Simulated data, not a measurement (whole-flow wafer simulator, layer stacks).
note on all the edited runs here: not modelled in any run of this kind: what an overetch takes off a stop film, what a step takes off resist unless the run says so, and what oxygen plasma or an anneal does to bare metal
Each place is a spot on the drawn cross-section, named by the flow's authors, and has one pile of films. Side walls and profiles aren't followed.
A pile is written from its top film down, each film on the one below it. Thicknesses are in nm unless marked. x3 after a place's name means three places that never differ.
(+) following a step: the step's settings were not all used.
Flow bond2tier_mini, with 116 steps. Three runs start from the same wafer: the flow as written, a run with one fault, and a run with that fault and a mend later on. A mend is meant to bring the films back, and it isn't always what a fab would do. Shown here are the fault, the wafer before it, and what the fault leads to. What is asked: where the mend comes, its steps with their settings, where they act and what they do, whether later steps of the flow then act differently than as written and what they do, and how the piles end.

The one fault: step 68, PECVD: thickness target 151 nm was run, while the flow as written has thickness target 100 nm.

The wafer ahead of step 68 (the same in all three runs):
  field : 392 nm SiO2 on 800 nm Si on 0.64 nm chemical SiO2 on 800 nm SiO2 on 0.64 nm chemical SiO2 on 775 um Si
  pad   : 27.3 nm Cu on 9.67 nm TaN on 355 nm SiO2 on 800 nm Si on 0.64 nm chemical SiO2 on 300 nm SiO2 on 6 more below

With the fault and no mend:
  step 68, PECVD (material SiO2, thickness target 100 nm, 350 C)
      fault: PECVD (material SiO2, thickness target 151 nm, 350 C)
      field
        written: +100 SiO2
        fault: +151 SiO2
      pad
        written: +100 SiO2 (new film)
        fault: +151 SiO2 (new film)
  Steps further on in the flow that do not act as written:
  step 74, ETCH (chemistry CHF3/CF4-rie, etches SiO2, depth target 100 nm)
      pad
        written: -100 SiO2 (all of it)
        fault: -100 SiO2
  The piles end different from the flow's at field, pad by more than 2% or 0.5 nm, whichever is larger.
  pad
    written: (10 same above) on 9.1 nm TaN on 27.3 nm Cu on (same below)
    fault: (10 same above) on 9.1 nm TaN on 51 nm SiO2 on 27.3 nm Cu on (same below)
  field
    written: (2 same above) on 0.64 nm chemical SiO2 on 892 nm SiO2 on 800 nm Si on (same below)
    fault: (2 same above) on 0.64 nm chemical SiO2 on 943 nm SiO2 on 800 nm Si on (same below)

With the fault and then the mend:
  After step 73 comes the mend.
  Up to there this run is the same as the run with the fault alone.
  step 73a, STRIP (chemistry O2, over-ash 100%) (+)
      field
        -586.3 KrF resist (all of it)
  step 73b, ETCH (chemistry CHF3/CF4-rie, etches SiO2, depth target 51 nm) (a further turn of the flow's step 62, with different settings)
      field, pad
        -51 SiO2
  step 73c, COAT (KrF resist, thickness 600 nm) (a further turn of the flow's step 69)
      field, pad
        +600 KrF resist (new film)
  step 73d, SOFTBAKE (KrF resist) (a further turn of the flow's step 70)
      does not change any film at any place that is followed
  step 73e, EXPOSE (photomask T2PAD, NA 0.6) (a further turn of the flow's step 71)
      does not change any film at any place that is followed
  step 73f, PEB (KrF resist) (a further turn of the flow's step 72)
      does not change any film at any place that is followed
  step 73g, DEVELOP (developer TMAH-0.26N, 60 s) (a further turn of the flow's step 73)
      field
        -13.7 KrF resist
      pad
        -600 KrF resist (all of it)
  Later steps of the flow that are run all act as written at every place that is followed.
  At every place that both follow, the piles at the end match the flow's.
